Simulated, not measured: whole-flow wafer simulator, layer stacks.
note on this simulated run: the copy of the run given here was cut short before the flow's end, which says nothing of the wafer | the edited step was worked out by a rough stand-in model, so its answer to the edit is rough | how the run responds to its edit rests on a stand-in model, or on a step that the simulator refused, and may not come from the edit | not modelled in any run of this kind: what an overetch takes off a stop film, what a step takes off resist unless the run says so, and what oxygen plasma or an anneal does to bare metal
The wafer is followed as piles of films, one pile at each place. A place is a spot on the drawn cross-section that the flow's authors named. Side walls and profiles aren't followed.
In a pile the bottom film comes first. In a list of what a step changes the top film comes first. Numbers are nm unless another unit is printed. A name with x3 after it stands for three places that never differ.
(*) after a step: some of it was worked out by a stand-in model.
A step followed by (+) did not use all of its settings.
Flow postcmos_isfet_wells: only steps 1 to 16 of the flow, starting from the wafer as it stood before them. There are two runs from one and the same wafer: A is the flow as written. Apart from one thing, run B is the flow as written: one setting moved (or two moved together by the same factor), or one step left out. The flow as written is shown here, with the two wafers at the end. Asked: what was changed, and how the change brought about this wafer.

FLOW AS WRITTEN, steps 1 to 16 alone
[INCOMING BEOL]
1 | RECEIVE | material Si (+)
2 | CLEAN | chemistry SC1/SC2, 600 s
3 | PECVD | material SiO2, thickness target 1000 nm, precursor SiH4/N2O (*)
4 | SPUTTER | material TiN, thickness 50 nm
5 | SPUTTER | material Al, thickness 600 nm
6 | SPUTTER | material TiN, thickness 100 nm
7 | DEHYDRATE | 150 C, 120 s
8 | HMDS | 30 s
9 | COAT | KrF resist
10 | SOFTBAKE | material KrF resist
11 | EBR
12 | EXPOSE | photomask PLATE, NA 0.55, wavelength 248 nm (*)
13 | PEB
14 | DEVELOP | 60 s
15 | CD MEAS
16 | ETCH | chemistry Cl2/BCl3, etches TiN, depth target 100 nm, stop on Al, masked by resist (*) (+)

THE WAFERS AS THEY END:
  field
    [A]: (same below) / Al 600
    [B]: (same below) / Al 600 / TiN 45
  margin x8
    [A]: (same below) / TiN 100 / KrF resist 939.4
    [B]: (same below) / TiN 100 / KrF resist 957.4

The reason: step 16, ETCH: depth target 55 nm was run, whereas the flow has depth target 100 nm.

The path from the change to this, step by step:
  16 | ETCH | chemistry Cl2/BCl3, etches TiN, depth target 100 nm, stop on Al, masked by resist (*) (+)
      field: A TiN loses 100 (all of it) | B TiN loses 55
      margin x8: A KrF resist loses 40 | B KrF resist loses 22
